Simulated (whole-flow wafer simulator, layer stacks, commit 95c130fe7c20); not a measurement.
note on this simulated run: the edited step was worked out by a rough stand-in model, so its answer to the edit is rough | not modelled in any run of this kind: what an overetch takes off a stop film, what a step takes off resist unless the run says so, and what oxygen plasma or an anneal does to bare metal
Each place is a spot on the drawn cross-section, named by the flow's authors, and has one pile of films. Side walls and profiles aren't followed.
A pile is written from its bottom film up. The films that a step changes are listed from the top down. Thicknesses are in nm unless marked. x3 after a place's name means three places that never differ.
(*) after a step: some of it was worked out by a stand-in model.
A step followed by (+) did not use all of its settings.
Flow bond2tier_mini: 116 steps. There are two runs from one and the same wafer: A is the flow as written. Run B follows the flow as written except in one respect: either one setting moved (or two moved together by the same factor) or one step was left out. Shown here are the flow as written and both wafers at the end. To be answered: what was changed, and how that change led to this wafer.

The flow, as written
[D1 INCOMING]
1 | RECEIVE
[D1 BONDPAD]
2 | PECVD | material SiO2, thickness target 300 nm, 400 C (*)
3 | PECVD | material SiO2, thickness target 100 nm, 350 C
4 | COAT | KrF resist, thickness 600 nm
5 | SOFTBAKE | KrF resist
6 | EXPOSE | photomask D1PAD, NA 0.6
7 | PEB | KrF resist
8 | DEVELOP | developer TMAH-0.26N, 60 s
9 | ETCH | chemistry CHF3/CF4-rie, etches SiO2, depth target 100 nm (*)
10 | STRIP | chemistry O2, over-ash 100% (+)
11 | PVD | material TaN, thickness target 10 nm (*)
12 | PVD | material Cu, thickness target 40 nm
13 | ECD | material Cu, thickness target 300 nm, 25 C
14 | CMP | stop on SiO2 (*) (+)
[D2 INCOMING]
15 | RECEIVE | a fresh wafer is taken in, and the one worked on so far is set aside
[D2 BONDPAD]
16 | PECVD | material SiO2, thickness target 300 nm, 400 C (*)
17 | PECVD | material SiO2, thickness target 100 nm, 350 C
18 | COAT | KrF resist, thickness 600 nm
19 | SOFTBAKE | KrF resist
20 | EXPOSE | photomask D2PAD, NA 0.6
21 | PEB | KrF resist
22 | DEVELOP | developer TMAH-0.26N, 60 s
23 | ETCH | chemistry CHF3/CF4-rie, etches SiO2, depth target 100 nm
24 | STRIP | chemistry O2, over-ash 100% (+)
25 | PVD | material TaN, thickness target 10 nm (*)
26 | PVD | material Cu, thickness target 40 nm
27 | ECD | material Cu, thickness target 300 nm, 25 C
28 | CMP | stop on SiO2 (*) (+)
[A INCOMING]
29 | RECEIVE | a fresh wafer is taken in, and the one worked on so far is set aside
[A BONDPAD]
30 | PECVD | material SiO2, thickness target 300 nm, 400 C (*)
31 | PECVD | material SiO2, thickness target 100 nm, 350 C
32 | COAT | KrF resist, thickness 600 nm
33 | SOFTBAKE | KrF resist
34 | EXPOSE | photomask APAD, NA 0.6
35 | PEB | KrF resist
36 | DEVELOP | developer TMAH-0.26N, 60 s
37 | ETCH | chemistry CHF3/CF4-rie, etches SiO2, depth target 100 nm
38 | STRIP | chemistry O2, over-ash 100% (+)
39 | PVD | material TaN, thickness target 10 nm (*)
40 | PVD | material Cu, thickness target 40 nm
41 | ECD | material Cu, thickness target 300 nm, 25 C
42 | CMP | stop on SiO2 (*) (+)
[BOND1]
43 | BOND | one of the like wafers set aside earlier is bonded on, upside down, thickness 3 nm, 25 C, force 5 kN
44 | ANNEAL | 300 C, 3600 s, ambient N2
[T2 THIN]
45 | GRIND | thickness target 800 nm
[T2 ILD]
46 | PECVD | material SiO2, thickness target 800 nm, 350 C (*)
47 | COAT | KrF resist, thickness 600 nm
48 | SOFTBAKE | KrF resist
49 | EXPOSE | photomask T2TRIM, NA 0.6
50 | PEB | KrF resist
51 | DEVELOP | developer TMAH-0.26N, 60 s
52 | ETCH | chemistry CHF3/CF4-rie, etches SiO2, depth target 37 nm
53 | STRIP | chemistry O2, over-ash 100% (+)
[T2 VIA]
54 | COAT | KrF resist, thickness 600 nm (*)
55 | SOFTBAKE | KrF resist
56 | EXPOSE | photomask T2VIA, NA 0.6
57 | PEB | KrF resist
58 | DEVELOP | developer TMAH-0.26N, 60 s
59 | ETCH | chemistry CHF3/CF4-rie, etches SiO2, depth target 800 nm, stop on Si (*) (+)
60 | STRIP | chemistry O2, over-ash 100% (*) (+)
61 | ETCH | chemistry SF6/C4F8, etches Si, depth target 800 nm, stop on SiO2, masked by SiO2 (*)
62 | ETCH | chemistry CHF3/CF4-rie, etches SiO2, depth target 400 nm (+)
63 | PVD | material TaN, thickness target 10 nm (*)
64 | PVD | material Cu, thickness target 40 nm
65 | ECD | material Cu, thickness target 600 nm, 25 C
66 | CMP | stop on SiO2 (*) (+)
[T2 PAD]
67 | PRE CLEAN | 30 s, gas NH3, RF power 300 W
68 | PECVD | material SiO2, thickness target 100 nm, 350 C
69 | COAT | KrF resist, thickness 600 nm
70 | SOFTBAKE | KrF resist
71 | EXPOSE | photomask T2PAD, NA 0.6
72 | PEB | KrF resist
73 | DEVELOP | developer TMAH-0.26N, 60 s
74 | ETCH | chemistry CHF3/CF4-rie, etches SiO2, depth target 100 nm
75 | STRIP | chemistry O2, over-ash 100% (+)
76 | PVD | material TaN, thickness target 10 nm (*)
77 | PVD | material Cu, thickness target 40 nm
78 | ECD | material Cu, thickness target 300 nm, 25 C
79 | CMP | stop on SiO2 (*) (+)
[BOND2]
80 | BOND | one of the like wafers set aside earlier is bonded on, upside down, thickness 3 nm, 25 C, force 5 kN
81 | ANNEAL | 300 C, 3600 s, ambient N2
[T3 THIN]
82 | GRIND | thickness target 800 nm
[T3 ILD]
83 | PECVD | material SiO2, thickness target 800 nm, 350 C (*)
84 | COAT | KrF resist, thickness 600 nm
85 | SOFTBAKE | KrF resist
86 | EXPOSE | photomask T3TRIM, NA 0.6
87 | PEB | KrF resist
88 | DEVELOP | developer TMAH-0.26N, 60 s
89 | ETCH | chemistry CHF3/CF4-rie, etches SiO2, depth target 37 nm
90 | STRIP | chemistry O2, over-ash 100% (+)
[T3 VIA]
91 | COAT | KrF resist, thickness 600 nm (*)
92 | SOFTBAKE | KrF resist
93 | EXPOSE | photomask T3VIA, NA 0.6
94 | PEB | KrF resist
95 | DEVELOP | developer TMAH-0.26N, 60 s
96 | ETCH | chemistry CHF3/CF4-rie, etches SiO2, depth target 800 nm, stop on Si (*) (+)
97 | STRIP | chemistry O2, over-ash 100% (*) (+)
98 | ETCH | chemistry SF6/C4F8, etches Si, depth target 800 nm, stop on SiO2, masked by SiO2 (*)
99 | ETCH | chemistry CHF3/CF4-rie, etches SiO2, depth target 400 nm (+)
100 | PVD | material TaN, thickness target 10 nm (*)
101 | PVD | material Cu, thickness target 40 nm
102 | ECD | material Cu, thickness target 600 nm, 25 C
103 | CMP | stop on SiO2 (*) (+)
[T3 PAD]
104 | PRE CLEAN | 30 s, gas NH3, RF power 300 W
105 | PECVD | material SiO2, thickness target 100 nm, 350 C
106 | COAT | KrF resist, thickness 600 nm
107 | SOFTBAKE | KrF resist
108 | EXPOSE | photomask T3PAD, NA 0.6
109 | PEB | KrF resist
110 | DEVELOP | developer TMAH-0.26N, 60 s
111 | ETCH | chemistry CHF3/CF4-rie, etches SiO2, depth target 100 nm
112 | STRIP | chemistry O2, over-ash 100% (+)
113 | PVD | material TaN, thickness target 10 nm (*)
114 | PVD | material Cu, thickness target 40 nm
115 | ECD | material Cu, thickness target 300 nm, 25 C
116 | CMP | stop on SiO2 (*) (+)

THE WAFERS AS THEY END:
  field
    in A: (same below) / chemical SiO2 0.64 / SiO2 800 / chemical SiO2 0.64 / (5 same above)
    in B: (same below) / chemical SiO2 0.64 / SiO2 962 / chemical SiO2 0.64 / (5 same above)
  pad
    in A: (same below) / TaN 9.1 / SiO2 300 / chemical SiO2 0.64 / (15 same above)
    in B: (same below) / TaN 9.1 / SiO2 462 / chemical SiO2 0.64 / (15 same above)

The reason: step 2, PECVD: thickness target 462 nm was run, while the flow as written has thickness target 300 nm.
The wafer lets one read it off: pad has SiO2 462, and step 2 as written asks for 300 nm.

Step by step, how the change led to this:
  2 | PECVD | material SiO2, thickness target 300 nm, 400 C (*)
      field, pad, via: A SiO2 gains 300 (new film) | B SiO2 gains 462 (new film)
  43 | BOND | one of the like wafers set aside earlier is bonded on, upside down, thickness 3 nm, 25 C, force 5 kN
      field: A Si gains 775 um (new film), chemical SiO2 gains 0.64 (new film), SiO2 gains 400 | B Si gains 775 um (new film), chemical SiO2 gains 0.64 (new film), SiO2 gains 562
      pad: A Si gains 775 um (new film), chemical SiO2 gains 0.64 (new film), SiO2 gains 300 (new film), TaN gains 9.1 (new film), Cu gains 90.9 | B Si gains 775 um (new film), chemical SiO2 gains 0.64 (new film), SiO2 gains 462 (new film), TaN gains 9.1 (new film), Cu gains 90.9
      (and at 1 other place as well)
